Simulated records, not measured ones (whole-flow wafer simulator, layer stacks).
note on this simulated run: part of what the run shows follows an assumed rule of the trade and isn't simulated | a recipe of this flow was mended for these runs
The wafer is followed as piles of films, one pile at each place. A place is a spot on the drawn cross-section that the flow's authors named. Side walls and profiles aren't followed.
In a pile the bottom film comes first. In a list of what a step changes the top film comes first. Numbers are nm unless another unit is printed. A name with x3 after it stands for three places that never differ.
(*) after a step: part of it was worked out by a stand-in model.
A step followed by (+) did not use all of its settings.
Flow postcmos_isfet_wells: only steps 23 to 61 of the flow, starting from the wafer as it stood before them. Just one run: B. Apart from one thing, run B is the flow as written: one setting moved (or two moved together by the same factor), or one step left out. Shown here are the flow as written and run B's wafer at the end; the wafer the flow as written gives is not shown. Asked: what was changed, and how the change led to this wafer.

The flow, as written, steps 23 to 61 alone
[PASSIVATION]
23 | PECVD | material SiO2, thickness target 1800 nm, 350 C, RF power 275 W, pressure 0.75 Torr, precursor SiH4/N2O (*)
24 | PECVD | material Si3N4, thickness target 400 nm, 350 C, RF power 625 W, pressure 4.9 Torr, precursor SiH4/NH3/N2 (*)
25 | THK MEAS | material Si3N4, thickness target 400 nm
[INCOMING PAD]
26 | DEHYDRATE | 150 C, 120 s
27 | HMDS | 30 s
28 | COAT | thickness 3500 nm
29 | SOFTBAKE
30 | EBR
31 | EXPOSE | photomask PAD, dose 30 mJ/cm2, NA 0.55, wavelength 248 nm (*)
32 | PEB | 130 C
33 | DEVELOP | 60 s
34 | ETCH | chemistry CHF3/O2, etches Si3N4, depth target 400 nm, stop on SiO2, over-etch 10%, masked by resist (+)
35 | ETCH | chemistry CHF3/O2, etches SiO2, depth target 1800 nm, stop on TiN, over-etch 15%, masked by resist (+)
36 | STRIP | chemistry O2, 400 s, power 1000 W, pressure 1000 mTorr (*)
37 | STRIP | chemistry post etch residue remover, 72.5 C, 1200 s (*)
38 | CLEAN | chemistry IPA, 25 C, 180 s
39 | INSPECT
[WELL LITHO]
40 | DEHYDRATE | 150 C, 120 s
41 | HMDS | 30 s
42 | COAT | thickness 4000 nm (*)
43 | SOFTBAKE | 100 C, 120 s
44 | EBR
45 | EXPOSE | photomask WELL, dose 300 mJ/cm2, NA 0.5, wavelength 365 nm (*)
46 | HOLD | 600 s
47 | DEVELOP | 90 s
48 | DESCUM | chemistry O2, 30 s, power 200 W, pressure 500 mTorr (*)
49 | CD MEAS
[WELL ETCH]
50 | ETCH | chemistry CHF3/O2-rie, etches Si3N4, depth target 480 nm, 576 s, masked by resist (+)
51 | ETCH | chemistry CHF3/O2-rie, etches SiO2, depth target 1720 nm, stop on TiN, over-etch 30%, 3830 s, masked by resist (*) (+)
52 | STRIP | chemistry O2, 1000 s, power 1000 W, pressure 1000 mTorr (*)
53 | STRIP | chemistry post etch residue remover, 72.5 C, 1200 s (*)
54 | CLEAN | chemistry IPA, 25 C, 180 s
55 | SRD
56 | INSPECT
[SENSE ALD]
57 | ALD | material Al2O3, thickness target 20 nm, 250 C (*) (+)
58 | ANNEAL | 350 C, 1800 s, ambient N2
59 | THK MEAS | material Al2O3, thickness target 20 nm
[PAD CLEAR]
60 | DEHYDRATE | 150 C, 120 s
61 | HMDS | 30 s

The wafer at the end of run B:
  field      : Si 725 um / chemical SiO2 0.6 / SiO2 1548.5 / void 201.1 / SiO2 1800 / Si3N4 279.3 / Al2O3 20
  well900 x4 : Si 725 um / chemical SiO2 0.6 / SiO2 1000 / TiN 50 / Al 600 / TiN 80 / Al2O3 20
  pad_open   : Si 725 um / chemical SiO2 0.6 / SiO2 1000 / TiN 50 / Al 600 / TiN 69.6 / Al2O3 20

Cause: step 24, PECVD: thickness target 280 nm was run, though the flow has thickness target 400 nm.

The path from the change to this, step by step:
  24 | PECVD | material Si3N4, thickness target 400 nm, 350 C, RF power 625 W, pressure 4.9 Torr, precursor SiH4/NH3/N2 (*)
      field, margin x2, well900 x4, pad_clr, pad_open: +280 Si3N4 (new film) (in the flow as written it would be: +400 Si3N4 (new film))
  34 | ETCH | chemistry CHF3/O2, etches Si3N4, depth target 400 nm, stop on SiO2, over-etch 10%, masked by resist (+)
      field, margin x2, well900 x4, pad_clr: -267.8 thick-KrF-resist (in the flow as written it would be: -382.6 thick-KrF-resist)
      pad_open: -280 Si3N4 (all of it), -80 SiO2 (in the flow as written it would be: -400 Si3N4 (all of it), -20 SiO2)
  35 | ETCH | chemistry CHF3/O2, etches SiO2, depth target 1800 nm, stop on TiN, over-etch 15%, masked by resist (+)
      field, margin x2, well900 x4, pad_clr: -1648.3 thick-KrF-resist (in the flow as written it would be: -1705.8 thick-KrF-resist)
      pad_open: -1720 SiO2 (all of it), -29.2 TiN (in the flow as written it would be: -1780 SiO2 (all of it), -24.2 TiN)
  36 | STRIP | chemistry O2, 400 s, power 1000 W, pressure 1000 mTorr (*)
      field, margin x2, well900 x4, pad_clr: -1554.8 thick-KrF-resist (all of it) (in the flow as written it would be: -1382.5 thick-KrF-resist (all of it))
  43 | SOFTBAKE | 100 C, 120 s
      pad_clr: -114 thick-g/i-line-resist (in the flow as written it would be: -123 thick-g/i-line-resist)
      pad_open: +70 thick-g/i-line-resist (in the flow as written it would be: +73 thick-g/i-line-resist)
  50 | ETCH | chemistry CHF3/O2-rie, etches Si3N4, depth target 480 nm, 576 s, masked by resist (+)
      well900 x4: -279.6 Si3N4 (all of it), -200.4 SiO2 (in the flow as written it would be: -399.6 Si3N4 (all of it), -80.4 SiO2)
  51 | ETCH | chemistry CHF3/O2-rie, etches SiO2, depth target 1720 nm, stop on TiN, over-etch 30%, 3830 s, masked by resist (*) (+)
      well900 x4: -1599.6 SiO2 (all of it), -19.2 TiN (in the flow as written it would be: -1719.6 SiO2 (all of it), -20.6 TiN)
  52 | STRIP | chemistry O2, 1000 s, power 1000 W, pressure 1000 mTorr (*)
      pad_clr: -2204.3 thick-g/i-line-resist (all of it) (in the flow as written it would be: -2159.6 thick-g/i-line-resist (all of it))
